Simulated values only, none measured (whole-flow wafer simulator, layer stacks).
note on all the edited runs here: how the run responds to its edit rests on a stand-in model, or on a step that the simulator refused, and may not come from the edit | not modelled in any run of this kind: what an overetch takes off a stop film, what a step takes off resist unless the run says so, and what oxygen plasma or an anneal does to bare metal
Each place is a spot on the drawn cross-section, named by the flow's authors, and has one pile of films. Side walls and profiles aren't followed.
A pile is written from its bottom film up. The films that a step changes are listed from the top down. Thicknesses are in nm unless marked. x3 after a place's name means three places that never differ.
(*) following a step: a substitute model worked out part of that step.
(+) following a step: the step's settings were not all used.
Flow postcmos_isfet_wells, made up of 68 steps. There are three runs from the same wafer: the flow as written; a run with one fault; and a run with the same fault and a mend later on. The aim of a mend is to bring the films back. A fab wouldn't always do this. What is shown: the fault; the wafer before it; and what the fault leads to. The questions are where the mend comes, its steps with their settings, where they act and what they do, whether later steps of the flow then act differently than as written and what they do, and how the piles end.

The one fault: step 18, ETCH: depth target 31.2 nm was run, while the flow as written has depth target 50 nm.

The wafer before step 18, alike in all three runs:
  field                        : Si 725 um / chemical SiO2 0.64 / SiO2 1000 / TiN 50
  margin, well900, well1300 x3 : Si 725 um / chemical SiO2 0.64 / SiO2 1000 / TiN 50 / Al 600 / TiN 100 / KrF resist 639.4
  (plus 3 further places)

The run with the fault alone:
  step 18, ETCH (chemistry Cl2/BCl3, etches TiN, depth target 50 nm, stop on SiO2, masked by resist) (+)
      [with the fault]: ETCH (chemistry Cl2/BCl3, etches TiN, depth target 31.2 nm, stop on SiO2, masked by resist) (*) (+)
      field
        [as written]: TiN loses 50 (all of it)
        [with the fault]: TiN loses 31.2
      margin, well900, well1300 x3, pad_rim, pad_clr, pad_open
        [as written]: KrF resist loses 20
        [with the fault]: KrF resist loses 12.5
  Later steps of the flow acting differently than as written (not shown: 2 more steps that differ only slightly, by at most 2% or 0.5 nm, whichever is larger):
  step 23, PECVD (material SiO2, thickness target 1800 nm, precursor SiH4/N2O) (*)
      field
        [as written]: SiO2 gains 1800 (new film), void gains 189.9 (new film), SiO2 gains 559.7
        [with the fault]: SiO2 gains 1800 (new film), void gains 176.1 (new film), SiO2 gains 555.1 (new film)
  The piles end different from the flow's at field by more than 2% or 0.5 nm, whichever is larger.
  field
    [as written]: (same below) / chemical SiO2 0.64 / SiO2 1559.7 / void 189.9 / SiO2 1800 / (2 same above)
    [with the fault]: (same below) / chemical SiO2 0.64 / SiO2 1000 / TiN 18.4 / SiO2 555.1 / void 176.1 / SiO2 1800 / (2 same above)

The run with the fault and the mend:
  After step 18 comes the mend.
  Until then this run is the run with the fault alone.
  step 18a, ETCH (chemistry Cl2/BCl3, etches TiN, depth target 18.8 nm, stop on SiO2, masked by resist) (the flow's step 18 again, with other settings)
      margin, well900, well1300 x3, pad_rim, pad_clr, pad_open
        KrF resist loses 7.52
      field
        TiN loses 18.8 (all of it)
  None of the later steps of the flow acts differently than as written at any place that is followed.
  The piles end the same as the flow's at every place that both follow.
